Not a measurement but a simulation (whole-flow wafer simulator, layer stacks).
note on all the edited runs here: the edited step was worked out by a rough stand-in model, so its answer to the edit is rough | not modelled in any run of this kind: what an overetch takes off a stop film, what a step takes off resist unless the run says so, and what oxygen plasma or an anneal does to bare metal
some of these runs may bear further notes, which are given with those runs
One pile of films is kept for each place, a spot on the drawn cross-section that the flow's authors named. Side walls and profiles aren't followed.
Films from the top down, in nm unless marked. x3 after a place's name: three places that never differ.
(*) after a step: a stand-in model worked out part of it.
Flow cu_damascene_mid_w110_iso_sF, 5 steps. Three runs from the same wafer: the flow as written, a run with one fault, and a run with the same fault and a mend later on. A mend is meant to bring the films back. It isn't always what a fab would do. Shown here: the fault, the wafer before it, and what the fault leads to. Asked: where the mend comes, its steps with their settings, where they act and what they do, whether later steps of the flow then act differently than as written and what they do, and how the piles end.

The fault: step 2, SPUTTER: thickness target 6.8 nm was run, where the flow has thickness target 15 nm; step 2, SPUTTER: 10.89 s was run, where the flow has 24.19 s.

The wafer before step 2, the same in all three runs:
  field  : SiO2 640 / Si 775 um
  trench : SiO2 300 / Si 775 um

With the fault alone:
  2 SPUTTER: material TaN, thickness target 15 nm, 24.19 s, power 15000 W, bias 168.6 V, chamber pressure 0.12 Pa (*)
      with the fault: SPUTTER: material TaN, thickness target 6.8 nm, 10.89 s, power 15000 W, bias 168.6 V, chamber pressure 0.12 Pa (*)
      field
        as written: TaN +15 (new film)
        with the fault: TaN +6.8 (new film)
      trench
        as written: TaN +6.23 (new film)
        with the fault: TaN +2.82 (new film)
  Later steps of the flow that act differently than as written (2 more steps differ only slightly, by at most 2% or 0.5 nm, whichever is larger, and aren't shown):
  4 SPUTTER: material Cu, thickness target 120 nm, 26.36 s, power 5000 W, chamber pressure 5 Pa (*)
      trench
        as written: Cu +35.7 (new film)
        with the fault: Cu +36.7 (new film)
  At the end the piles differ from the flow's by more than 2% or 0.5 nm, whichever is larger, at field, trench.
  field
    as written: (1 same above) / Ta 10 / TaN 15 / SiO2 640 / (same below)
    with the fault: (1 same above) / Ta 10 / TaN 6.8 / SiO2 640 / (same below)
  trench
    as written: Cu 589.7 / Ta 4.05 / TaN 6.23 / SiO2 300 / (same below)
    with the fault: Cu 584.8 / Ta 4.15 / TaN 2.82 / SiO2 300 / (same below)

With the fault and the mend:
  The mend comes after step 2.
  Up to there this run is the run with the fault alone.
  2a SPUTTER: material TaN, thickness target 8.2 nm, 13.22 s, power 15000 W, bias 168.6 V, chamber pressure 0.12 Pa (*) (the flow's step 2 once more, with other settings)
      field
        TaN +8.2
      trench
        TaN +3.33
  No later step of the flow acts differently than as written, at any place that is followed, by more than 2% or 0.5 nm, whichever is larger.
  At the end the piles differ from the flow's only slightly at the places that both follow, by at most 2% or 0.5 nm, whichever is larger.
